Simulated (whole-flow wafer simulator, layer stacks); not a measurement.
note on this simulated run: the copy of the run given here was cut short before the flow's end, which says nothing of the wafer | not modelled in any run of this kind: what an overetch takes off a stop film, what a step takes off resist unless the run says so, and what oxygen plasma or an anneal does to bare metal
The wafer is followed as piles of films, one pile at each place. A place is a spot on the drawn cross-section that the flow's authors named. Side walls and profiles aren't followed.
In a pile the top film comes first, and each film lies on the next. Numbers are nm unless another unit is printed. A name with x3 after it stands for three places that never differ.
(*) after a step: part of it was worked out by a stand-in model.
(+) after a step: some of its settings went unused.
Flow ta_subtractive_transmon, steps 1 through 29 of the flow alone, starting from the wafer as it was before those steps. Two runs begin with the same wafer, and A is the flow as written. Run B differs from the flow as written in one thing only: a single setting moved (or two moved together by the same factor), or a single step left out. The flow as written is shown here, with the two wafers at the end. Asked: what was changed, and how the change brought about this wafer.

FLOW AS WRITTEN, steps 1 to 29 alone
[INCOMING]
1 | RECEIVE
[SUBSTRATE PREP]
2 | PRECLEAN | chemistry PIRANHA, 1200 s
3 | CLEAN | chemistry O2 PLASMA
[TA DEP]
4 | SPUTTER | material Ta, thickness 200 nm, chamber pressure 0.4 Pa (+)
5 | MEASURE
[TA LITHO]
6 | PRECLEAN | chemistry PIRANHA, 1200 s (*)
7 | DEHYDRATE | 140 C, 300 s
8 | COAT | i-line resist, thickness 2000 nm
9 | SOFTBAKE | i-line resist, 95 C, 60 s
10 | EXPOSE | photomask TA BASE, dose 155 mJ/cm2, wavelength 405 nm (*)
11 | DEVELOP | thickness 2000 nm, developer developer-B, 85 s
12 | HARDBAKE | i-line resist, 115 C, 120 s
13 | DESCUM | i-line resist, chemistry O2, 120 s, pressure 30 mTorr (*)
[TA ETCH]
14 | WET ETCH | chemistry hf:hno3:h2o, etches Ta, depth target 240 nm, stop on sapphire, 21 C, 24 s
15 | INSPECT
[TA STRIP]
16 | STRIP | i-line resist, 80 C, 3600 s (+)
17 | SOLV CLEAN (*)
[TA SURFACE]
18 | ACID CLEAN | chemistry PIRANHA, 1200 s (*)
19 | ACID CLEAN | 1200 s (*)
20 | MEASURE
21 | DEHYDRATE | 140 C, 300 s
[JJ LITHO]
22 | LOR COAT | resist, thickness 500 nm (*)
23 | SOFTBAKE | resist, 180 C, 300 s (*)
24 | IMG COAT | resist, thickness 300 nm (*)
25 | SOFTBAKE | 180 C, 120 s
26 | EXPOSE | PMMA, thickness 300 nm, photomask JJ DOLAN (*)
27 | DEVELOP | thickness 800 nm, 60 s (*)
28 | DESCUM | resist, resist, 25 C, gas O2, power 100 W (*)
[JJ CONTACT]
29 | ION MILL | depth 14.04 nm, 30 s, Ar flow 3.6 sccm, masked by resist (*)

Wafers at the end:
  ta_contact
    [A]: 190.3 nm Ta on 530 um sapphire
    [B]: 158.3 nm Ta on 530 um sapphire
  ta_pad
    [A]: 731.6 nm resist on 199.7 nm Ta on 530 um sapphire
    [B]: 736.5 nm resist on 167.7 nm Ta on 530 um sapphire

The reason: step 4, SPUTTER: thickness 168 nm was run, while the flow as written has thickness 200 nm.

How this came from the change, step by step:
  4 | SPUTTER | material Ta, thickness 200 nm, chamber pressure 0.4 Pa (+)
      field x2, jj_line, lead, ta_contact, ta_pad: A Ta gains 200 (new film) | B Ta gains 168 (new film)
  14 | WET ETCH | chemistry hf:hno3:h2o, etches Ta, depth target 240 nm, stop on sapphire, 21 C, 24 s
      field x2, jj_line, lead: A Ta loses 200 (all of it) | B Ta loses 168 (all of it)
